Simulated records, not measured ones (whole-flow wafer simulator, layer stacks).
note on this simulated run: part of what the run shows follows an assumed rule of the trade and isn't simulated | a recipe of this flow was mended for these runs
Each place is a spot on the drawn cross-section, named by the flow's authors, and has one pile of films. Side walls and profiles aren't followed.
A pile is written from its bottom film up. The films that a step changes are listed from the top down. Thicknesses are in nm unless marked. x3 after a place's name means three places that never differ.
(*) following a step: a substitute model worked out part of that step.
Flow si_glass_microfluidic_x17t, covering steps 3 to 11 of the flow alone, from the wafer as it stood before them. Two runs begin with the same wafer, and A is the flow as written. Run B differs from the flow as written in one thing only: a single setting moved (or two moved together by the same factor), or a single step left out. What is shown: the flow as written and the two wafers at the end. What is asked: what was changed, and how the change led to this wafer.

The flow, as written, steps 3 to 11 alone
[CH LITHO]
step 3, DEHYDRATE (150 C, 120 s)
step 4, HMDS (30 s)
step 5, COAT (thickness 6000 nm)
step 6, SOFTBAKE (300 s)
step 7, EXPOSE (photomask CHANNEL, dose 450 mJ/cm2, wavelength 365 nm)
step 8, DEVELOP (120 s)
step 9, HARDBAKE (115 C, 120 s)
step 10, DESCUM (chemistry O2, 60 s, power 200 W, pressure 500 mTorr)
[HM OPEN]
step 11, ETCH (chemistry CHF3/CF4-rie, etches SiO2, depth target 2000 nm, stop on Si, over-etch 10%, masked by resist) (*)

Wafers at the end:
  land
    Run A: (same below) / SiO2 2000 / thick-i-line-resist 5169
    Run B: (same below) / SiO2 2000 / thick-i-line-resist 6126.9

What caused this: step 5, COAT: thickness 6966 nm was run, whereas the flow has thickness 6000 nm.

The path from the change to this, step by step:
  step 5, COAT (thickness 6000 nm)
      land, tr110 x3: A +6000 thick-i-line-resist (new film) | B +6966 thick-i-line-resist (new film)
  step 8, DEVELOP (120 s)
      tr110 x3: A -6000 thick-i-line-resist (all of it) | B -6966 thick-i-line-resist (all of it)
  step 9, HARDBAKE (115 C, 120 s)
      land: A -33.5 thick-i-line-resist | B -41.6 thick-i-line-resist
